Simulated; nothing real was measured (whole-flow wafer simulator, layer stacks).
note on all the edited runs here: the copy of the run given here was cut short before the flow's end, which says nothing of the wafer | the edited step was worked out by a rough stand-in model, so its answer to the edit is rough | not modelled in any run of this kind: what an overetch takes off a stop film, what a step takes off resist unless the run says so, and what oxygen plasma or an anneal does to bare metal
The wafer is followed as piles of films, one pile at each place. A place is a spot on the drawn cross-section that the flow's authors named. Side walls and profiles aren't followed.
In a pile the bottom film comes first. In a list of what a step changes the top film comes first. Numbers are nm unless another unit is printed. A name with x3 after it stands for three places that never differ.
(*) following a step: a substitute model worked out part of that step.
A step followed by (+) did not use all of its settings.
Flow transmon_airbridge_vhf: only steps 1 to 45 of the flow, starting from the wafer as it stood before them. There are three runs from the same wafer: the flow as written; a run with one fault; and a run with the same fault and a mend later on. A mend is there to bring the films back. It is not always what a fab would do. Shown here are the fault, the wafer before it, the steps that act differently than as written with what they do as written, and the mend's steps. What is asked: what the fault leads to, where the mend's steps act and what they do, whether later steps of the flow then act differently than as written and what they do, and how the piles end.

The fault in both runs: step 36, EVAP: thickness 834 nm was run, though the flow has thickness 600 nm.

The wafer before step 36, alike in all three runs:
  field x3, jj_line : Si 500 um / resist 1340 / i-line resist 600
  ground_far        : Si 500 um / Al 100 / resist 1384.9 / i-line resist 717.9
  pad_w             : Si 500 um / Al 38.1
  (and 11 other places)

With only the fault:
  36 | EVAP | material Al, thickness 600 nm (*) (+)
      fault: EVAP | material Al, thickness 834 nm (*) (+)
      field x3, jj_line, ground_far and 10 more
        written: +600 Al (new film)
        fault: +834 Al (new film)
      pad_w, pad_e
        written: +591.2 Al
        fault: +821.8 Al
  Later steps of the flow acting differently than as written:
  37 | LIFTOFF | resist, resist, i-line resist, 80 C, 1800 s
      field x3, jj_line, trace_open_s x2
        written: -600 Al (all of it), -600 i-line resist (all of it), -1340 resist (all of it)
        fault: -834 Al (all of it), -600 i-line resist (all of it), -1340 resist (all of it)
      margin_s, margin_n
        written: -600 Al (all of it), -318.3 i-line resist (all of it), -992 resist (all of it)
        fault: -834 Al (all of it), -318.3 i-line resist (all of it), -992 resist (all of it)
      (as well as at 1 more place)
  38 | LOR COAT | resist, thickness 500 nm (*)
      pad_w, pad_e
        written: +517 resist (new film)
        fault: +500.6 resist (new film)
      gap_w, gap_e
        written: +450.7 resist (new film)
        fault: +441.4 resist (new film)
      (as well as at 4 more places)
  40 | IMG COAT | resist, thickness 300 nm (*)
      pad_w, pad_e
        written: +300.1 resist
        fault: +290.8 resist
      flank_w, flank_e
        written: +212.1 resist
        fault: +204.5 resist
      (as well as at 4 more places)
  By the end, the piles at pad_w, flank_w, gap_w and 7 more depart from the flow's by more than 2% or 0.5 nm, whichever is larger.
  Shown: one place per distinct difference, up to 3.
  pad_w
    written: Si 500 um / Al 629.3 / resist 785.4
    fault: Si 500 um / Al 859.9 / resist 759.6
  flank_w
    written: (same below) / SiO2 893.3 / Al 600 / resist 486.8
    fault: (same below) / SiO2 893.3 / Al 834 / resist 473.6
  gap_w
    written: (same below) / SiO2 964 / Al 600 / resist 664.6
    fault: (same below) / SiO2 964 / Al 834 / resist 647.4

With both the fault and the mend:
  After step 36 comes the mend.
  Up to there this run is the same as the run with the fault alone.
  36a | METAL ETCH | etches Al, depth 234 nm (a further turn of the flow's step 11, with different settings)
      field x3, jj_line, ground_far and 12 more
        -234 Al
  Every later step of the flow that is run acts as written, at every place that is followed, to within 2% or 0.5 nm, whichever is larger.
  At the end the piles are close to the flow's at the places that both follow, differing by at most 2% or 0.5 nm, whichever is larger.
